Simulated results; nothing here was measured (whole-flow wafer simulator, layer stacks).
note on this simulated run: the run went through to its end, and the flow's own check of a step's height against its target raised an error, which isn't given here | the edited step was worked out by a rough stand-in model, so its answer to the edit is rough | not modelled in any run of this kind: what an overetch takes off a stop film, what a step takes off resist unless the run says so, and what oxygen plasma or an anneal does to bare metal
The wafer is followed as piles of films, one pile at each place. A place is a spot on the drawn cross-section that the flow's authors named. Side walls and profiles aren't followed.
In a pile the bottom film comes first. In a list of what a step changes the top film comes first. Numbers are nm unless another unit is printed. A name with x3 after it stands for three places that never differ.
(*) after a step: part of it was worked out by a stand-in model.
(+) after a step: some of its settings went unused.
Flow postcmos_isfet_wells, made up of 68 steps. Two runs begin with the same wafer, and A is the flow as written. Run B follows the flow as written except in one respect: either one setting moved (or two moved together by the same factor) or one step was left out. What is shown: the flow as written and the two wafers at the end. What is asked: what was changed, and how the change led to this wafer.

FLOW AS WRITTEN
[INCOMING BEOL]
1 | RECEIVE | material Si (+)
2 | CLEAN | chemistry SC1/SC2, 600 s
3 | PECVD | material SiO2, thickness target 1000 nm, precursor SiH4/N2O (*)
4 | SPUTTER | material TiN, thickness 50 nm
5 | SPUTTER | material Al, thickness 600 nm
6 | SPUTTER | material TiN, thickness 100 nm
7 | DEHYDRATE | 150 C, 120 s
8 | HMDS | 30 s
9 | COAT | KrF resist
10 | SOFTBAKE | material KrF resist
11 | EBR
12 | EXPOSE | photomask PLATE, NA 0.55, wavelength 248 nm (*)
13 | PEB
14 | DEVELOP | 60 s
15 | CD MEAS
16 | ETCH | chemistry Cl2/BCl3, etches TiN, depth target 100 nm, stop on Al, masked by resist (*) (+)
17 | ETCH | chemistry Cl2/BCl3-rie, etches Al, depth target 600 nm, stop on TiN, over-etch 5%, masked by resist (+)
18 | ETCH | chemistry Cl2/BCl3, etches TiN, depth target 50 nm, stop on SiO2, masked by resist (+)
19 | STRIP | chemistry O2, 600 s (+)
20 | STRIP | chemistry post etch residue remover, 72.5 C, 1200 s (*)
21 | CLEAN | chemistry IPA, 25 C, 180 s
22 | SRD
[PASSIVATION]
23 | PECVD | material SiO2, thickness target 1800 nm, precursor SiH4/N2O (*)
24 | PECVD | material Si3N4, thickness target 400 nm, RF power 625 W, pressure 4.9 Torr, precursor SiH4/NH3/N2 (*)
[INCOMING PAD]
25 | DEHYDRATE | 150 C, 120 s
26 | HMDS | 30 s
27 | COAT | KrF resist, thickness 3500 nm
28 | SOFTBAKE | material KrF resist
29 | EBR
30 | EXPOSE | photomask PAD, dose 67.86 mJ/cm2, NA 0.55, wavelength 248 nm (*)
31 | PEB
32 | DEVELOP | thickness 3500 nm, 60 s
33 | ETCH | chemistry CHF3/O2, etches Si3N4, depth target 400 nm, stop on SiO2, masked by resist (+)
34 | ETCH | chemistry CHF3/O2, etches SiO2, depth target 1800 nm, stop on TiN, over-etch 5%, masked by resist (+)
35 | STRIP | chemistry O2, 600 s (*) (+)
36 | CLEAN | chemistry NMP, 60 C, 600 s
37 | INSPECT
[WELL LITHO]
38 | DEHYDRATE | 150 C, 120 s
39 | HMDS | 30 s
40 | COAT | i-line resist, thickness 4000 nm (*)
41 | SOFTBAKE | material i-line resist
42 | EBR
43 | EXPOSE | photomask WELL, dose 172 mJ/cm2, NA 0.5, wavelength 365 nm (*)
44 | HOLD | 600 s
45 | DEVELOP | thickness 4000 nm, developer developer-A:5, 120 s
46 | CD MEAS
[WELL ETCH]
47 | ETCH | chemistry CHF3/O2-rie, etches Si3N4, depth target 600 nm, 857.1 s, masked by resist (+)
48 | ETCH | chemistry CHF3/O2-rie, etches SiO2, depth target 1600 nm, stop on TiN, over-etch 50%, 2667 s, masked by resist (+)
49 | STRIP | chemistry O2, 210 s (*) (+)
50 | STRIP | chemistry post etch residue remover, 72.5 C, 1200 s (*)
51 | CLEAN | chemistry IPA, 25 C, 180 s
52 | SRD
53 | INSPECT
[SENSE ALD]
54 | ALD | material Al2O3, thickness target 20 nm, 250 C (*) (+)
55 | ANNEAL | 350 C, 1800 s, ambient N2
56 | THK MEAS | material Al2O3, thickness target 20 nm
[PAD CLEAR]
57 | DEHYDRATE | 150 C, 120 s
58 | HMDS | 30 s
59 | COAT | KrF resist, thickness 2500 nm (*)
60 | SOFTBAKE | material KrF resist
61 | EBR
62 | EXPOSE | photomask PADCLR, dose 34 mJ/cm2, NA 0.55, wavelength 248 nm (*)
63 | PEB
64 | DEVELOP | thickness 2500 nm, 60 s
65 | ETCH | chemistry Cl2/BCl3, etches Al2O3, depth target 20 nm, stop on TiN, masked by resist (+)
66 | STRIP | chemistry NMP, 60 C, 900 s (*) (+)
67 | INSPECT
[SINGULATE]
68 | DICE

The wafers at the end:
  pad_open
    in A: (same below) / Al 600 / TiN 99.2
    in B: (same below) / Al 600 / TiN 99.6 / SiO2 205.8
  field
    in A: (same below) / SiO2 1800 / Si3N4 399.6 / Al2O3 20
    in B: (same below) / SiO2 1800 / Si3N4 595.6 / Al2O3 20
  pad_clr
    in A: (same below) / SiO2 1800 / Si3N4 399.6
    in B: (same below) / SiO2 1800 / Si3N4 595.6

What caused this: step 24, PECVD: thickness target 596 nm was run, though the flow has thickness target 400 nm.

Step by step, how the change led to this:
  24 | PECVD | material Si3N4, thickness target 400 nm, RF power 625 W, pressure 4.9 Torr, precursor SiH4/NH3/N2 (*)
      field, margin, well900, well1300 x3, pad_rim, pad_clr, pad_open: A +400 Si3N4 (new film) | B +596 Si3N4 (new film)
  33 | ETCH | chemistry CHF3/O2, etches Si3N4, depth target 400 nm, stop on SiO2, masked by resist (+)
      pad_open: A -400 Si3N4 (all of it) | B -400 Si3N4
  34 | ETCH | chemistry CHF3/O2, etches SiO2, depth target 1800 nm, stop on TiN, over-etch 5%, masked by resist (+)
      pad_open: A -1800 SiO2 (all of it) | B -196 Si3N4 (all of it), -1594.2 SiO2
  47 | ETCH | chemistry CHF3/O2-rie, etches Si3N4, depth target 600 nm, 857.1 s, masked by resist (+)
      well900, well1300 x3: A -400 Si3N4 (all of it), -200 SiO2 | B -596 Si3N4 (all of it), -4 SiO2
  48 | ETCH | chemistry CHF3/O2-rie, etches SiO2, depth target 1600 nm, stop on TiN, over-etch 50%, 2667 s, masked by resist (+)
      well900, well1300 x3: A -1600 SiO2 (all of it) | B -1796 SiO2 (all of it)
  59 | COAT | KrF resist, thickness 2500 nm (*)
      field: A +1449 KrF resist (new film) | B +1355.4 KrF resist (new film)
      margin: A +1448.9 KrF resist (new film) | B +1355.3 KrF resist (new film)
  63 | PEB
      field, margin: A -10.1 KrF resist | B -9.43 KrF resist
  66 | STRIP | chemistry NMP, 60 C, 900 s (*) (+)
      field: A -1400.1 KrF resist (all of it) | B -1307.2 KrF resist (all of it)
      margin: A -1400.1 KrF resist (all of it) | B -1307.1 KrF resist (all of it)
